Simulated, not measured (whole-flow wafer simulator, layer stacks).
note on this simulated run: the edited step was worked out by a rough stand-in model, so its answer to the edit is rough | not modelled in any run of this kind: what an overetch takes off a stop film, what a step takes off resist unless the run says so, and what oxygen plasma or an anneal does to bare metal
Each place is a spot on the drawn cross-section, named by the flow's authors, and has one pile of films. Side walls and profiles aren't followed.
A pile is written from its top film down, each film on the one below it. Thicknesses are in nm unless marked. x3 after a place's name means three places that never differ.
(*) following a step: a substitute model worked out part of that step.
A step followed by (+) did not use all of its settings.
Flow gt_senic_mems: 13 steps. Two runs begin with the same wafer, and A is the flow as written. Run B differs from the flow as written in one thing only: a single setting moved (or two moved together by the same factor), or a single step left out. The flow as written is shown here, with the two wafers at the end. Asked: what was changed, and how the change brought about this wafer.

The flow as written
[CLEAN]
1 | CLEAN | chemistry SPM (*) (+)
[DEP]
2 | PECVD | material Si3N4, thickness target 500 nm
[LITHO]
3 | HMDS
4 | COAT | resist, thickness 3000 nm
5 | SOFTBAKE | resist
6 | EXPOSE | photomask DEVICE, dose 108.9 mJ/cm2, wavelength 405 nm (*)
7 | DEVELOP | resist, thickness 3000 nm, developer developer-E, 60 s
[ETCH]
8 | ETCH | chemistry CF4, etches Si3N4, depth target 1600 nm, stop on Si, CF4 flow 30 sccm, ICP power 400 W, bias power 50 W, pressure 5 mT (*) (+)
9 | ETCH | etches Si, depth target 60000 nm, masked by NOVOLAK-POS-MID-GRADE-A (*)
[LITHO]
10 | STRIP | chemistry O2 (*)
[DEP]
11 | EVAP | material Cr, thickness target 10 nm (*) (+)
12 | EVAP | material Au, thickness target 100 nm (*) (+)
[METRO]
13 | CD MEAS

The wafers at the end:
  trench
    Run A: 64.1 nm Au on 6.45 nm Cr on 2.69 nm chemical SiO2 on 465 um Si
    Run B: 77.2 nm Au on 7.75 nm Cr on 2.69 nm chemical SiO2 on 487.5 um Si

What caused this: step 9, ETCH: depth target 37500 nm was run, though the flow has depth target 60000 nm.

The path from the change to this, step by step:
  9 | ETCH | etches Si, depth target 60000 nm, masked by NOVOLAK-POS-MID-GRADE-A (*)
      field: A -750 resist | B -468.8 resist
      trench: A -60 um Si | B -37.5 um Si
  10 | STRIP | chemistry O2 (*)
      field: A -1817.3 resist (all of it) | B -2098.6 resist (all of it)
  11 | EVAP | material Cr, thickness target 10 nm (*) (+)
      trench: A +6.45 Cr (new film) | B +7.75 Cr (new film)
  12 | EVAP | material Au, thickness target 100 nm (*) (+)
      trench: A +64.1 Au (new film) | B +77.2 Au (new film)
